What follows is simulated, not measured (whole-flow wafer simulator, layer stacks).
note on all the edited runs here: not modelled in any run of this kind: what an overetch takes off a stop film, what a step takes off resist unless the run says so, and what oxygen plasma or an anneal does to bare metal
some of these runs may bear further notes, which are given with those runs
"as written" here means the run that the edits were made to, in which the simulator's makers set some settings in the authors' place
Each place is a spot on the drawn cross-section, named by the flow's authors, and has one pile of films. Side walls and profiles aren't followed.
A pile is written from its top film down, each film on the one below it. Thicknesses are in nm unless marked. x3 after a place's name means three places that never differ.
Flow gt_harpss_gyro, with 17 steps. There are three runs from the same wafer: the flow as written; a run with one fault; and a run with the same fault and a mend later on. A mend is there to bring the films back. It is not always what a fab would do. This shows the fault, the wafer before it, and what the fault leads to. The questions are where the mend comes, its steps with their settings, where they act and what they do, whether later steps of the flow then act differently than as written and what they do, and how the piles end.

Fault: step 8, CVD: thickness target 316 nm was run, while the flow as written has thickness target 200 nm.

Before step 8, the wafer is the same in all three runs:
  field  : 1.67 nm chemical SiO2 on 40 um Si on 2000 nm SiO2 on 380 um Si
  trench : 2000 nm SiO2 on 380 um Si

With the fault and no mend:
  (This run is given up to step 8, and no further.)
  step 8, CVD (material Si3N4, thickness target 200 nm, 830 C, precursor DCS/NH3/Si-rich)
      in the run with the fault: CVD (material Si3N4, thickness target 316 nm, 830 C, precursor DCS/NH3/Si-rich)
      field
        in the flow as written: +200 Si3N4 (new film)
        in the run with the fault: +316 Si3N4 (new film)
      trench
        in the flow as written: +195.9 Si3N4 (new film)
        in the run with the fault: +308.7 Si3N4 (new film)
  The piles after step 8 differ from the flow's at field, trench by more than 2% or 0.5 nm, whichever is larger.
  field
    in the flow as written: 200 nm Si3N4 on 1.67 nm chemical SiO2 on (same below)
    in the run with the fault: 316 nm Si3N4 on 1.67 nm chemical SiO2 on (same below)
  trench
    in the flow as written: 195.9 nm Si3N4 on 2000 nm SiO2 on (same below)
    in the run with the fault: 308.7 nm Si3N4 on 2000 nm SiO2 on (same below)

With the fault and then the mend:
  The mend follows step 8.
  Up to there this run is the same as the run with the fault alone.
  step 8a, ETCH (chemistry h3po4, depth target 362.9 nm)
      field
        -316 Si3N4 (all of it)
      trench
        -308.7 Si3N4 (all of it)
  step 8b, CLEAN (chemistry SPM) (the flow's step 1, run once more)
      alters no film at any place that is followed
  step 8c, CVD (material Si3N4, thickness target 200 nm, 830 C, precursor DCS/NH3/Si-rich) (the flow's step 8, run once more)
      field
        +200 Si3N4 (new film)
      trench
        +195.9 Si3N4 (new film)
  Every later step of the flow that is run acts as written at every place that is followed.
  By the end, the piles equal the flow's at every place that both follow.
